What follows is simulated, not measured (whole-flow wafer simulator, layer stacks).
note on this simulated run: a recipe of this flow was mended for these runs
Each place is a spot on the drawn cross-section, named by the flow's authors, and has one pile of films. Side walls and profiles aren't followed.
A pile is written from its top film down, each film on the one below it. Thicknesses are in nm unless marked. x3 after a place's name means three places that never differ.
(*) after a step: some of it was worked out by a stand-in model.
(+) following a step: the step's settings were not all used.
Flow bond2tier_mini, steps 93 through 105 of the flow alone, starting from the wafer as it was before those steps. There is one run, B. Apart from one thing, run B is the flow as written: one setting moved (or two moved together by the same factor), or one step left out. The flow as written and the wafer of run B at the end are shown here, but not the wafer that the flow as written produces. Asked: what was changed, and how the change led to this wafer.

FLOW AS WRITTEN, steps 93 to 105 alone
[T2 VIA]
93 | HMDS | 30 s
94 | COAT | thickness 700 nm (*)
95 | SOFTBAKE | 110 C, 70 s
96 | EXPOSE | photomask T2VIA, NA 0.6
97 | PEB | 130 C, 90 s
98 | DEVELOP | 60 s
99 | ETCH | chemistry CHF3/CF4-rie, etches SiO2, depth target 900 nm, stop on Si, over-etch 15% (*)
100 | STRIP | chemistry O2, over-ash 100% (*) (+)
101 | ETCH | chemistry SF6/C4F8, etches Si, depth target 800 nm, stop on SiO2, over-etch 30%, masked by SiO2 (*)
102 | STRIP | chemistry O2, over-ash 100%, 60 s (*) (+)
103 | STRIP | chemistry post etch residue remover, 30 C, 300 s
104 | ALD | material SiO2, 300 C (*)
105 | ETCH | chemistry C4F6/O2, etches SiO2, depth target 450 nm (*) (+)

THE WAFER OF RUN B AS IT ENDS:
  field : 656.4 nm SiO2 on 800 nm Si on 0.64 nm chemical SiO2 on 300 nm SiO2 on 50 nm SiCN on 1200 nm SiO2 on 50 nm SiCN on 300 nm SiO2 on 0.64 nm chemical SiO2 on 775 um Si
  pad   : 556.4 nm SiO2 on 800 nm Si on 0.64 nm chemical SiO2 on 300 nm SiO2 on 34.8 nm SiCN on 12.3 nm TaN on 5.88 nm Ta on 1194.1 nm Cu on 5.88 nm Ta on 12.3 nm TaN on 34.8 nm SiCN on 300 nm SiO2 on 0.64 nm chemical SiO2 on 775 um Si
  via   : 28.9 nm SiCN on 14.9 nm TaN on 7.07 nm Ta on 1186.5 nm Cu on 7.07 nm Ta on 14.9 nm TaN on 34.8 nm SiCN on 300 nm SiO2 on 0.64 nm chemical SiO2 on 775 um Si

What caused this: step 105, ETCH: depth target 383.3 nm was run, while the flow as written has depth target 450 nm.

The path from the change to this, step by step:
  105 | ETCH | chemistry C4F6/O2, etches SiO2, depth target 450 nm (*) (+)
      field, pad: -383.3 SiO2 (in the flow as written it would be: -450 SiO2)
      via: -348.1 SiO2 (all of it), -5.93 SiCN (in the flow as written it would be: -348.1 SiO2 (all of it), -17.2 SiCN)
